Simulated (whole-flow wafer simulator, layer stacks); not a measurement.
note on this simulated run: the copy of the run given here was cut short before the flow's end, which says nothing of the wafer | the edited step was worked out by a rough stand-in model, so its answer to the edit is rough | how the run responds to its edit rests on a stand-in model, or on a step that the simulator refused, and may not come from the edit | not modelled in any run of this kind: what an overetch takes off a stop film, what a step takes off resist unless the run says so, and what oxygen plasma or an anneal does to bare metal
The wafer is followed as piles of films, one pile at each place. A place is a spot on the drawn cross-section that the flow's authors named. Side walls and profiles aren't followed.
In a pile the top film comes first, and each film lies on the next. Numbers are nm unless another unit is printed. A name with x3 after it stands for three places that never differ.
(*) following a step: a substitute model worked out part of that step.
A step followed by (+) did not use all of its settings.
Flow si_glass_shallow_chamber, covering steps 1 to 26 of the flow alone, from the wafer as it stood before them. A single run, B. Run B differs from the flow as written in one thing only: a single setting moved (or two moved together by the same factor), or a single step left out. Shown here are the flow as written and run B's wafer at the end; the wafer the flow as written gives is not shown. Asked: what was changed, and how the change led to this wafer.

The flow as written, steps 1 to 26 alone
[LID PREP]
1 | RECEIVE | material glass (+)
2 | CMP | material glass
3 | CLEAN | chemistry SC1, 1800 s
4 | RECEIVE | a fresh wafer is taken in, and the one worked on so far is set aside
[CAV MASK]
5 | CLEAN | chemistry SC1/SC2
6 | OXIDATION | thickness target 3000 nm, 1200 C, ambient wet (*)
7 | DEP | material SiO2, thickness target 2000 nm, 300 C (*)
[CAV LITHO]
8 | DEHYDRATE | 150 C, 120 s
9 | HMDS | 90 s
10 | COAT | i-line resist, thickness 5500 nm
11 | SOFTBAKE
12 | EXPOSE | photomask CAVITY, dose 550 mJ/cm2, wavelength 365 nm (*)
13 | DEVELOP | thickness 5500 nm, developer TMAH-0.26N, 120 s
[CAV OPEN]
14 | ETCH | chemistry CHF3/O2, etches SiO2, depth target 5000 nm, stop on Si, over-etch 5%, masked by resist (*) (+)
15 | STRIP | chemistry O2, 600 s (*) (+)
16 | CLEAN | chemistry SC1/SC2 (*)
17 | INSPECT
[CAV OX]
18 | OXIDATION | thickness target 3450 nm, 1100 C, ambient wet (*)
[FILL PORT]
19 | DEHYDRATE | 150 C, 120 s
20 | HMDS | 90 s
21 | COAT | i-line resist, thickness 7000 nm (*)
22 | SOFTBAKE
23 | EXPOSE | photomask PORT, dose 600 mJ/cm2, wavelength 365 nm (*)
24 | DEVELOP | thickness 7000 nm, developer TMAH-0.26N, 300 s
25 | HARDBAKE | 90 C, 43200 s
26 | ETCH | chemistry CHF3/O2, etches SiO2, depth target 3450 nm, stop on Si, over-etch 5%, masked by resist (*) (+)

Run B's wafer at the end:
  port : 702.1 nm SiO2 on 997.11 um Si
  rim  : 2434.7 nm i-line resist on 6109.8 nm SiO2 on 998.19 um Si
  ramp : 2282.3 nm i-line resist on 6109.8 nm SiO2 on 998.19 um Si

What caused this: step 26, ETCH: depth target 2617 nm was run, while the flow as written has depth target 3450 nm.

How this came from the change, step by step:
  26 | ETCH | chemistry CHF3/O2, etches SiO2, depth target 3450 nm, stop on Si, over-etch 5%, masked by resist (*) (+)
      port: -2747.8 SiO2 (in the flow as written it would be: -3450 SiO2 (all of it), -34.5 Si)
      rim, ramp, cav, ring: -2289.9 i-line resist (in the flow as written it would be: -3018.8 i-line resist)
      (as well as at 1 more place)
